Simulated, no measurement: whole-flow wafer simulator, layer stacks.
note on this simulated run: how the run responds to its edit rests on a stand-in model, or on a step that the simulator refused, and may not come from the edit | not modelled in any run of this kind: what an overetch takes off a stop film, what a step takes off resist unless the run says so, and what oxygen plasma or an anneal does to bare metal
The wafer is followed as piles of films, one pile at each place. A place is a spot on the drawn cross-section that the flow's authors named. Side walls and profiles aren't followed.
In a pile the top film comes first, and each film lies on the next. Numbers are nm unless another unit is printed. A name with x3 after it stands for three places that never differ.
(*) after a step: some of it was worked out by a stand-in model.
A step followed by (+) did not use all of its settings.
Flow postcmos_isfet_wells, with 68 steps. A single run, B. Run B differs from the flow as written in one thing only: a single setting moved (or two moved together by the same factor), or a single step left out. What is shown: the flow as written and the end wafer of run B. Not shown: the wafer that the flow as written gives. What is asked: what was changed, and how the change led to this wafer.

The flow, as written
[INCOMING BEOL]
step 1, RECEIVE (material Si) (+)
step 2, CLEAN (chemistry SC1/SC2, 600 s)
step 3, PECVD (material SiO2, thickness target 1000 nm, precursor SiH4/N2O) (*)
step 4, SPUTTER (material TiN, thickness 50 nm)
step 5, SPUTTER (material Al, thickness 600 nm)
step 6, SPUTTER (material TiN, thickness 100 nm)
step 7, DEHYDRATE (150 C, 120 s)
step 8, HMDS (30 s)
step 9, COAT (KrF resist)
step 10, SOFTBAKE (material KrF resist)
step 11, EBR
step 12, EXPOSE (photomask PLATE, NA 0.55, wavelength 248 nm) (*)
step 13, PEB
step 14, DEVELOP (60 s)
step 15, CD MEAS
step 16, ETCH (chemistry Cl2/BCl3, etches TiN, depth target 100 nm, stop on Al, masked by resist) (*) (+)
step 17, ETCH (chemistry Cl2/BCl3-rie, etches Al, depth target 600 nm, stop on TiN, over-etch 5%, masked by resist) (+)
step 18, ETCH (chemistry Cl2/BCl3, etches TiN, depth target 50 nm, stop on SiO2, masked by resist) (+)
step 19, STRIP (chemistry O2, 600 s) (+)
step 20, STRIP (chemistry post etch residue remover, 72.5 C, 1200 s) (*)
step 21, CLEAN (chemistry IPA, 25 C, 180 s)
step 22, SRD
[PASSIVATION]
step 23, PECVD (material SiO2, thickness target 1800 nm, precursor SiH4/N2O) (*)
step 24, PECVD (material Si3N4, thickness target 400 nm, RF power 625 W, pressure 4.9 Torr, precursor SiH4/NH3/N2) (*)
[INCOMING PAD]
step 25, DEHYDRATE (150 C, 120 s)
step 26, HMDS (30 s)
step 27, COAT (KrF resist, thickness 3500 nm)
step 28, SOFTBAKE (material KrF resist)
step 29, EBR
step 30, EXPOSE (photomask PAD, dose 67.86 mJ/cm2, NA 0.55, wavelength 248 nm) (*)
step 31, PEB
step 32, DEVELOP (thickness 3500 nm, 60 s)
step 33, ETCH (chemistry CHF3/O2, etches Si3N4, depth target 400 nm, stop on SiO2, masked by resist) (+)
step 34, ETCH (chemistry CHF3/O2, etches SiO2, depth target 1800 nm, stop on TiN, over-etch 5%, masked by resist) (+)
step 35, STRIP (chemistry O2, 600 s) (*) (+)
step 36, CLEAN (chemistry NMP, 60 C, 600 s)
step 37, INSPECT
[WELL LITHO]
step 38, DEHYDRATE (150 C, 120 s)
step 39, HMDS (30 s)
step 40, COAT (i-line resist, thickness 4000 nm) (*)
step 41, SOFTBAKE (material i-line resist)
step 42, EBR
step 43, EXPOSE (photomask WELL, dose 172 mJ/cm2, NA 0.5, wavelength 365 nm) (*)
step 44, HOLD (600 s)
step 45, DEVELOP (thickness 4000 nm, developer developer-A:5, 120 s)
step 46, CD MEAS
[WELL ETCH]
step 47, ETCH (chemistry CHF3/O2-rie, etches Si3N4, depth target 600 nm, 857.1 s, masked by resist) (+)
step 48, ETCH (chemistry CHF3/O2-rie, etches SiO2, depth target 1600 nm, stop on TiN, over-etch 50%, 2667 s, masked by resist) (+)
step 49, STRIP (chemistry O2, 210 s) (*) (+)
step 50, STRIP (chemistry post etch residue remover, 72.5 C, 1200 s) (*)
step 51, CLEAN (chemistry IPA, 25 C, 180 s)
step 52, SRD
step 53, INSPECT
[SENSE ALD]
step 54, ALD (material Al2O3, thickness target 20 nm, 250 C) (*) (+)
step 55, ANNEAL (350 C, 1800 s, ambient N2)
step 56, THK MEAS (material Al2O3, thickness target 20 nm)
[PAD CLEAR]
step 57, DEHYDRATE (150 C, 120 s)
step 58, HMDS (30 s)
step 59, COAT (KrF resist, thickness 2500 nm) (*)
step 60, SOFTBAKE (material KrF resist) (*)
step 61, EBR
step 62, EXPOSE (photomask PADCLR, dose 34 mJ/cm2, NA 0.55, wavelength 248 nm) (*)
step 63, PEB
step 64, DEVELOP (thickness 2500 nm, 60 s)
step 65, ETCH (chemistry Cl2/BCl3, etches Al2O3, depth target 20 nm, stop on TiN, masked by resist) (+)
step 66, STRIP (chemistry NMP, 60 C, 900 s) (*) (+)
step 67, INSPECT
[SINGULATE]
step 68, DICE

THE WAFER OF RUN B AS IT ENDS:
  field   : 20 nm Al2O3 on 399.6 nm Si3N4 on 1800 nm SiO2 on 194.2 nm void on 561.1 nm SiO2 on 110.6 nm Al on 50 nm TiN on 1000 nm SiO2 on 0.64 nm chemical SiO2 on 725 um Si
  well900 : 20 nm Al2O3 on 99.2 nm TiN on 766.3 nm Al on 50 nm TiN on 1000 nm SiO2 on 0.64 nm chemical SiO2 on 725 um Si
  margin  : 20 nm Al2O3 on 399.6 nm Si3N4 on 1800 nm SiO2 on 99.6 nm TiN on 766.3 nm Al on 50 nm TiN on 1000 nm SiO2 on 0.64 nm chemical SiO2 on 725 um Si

Cause: step 5, SPUTTER: thickness 766.3 nm was run, while the flow as written has thickness 600 nm.
The wafer lets one read it off: well900 has Al 766.3, and step 5 as written asks for 600 nm.

Step by step, how the change led to this:
  step 5, SPUTTER (material Al, thickness 600 nm)
      field, margin, well900, well1300 x3, pad_rim, pad_clr, pad_open: Al gains 766.3 (new film) (as written it would have been: Al gains 600 (new film))
  step 17, ETCH (chemistry Cl2/BCl3-rie, etches Al, depth target 600 nm, stop on TiN, over-etch 5%, masked by resist) (+)
      field: Al loses 600 (as written it would have been: Al loses 600 (all of it))
  step 18, ETCH (chemistry Cl2/BCl3, etches TiN, depth target 50 nm, stop on SiO2, masked by resist) (+)
      field: Al loses 50 (as written it would have been: TiN loses 50 (all of it))
  step 20, STRIP (chemistry post etch residue remover, 72.5 C, 1200 s) (*)
      field: Al loses 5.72 (as written it would have been: nothing)
  step 23, PECVD (material SiO2, thickness target 1800 nm, precursor SiH4/N2O) (*)
      field: SiO2 gains 1800 (new film), void gains 194.2 (new film), SiO2 gains 561.1 (new film) (as written it would have been: SiO2 gains 1800 (new film), void gains 189.9 (new film), SiO2 gains 559.7)
If metal films that touch count as one body, field has 1 body; the flow as written gives 0 bodies.
